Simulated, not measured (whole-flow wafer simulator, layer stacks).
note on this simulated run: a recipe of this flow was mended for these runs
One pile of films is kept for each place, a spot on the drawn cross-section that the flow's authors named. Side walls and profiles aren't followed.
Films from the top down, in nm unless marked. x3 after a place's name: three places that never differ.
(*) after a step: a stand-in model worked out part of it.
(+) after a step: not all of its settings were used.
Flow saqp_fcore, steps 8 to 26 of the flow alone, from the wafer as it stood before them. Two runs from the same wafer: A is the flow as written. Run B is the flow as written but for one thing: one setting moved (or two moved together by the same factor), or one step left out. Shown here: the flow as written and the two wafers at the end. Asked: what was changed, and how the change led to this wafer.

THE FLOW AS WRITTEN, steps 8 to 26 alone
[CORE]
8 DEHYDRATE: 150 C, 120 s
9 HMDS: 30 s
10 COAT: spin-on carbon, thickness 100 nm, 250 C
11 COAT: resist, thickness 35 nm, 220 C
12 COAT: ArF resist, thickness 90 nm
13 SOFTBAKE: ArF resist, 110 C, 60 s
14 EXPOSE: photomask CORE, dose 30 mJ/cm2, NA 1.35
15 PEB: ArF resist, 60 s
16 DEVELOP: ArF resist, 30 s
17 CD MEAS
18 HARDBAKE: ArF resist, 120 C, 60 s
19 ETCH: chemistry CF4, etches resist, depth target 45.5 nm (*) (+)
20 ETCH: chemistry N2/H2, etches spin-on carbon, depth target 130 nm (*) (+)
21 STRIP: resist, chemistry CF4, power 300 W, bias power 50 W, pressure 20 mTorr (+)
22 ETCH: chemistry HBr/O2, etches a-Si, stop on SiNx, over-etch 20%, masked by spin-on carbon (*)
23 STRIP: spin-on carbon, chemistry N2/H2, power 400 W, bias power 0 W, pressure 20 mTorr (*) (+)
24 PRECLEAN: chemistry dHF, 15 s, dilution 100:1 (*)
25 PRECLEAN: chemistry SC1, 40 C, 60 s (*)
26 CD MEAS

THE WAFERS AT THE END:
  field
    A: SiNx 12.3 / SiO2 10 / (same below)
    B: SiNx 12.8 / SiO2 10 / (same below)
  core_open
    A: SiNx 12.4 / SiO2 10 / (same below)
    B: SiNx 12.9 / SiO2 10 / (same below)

The cause: step 24, PRECLEAN: 9 s was run, where the flow has 15 s.

How the change led to this, step by step:
  24 PRECLEAN: chemistry dHF, 15 s, dilution 100:1 (*)
      field, core_open: A SiNx -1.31 | B SiNx -0.79
